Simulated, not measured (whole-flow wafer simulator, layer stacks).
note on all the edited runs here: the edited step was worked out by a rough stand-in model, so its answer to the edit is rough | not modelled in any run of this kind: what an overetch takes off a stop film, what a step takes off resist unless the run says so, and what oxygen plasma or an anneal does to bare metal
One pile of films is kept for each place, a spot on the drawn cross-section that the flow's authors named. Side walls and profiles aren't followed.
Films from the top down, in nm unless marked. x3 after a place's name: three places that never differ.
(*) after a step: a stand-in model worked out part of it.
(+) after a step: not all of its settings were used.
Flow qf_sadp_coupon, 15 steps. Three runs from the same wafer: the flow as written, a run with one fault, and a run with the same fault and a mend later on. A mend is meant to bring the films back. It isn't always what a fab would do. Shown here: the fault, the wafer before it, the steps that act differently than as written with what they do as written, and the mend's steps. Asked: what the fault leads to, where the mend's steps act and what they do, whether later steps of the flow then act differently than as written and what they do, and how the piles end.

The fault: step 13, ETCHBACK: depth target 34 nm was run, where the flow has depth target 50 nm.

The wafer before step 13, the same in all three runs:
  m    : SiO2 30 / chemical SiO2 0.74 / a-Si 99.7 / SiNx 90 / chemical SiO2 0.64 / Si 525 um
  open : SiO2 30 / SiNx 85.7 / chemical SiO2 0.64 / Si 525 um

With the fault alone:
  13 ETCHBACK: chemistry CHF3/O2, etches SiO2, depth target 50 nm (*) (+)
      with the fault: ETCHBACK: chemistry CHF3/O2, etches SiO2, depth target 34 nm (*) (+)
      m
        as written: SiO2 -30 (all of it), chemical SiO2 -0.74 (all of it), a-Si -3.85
        with the fault: SiO2 -30 (all of it), chemical SiO2 -0.74 (all of it), a-Si -0.65
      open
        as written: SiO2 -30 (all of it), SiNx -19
        with the fault: SiO2 -30 (all of it), SiNx -3.81
  Later steps of the flow that act differently than as written:
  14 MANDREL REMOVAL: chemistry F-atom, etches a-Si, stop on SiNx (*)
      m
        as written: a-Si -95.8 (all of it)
        with the fault: a-Si -99 (all of it)
  At the end the piles differ from the flow's by more than 2% or 0.5 nm, whichever is larger, at open.
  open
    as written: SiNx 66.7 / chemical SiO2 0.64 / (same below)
    with the fault: SiNx 81.9 / chemical SiO2 0.64 / (same below)

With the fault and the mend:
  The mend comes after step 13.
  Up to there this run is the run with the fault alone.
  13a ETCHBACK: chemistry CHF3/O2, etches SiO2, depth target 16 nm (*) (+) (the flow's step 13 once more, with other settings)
      m
        a-Si -3.2
      open
        SiNx -15.2
  No later step of the flow acts differently than as written at any place that is followed.
  At the end the piles are the same as the flow's at every place that both follow.
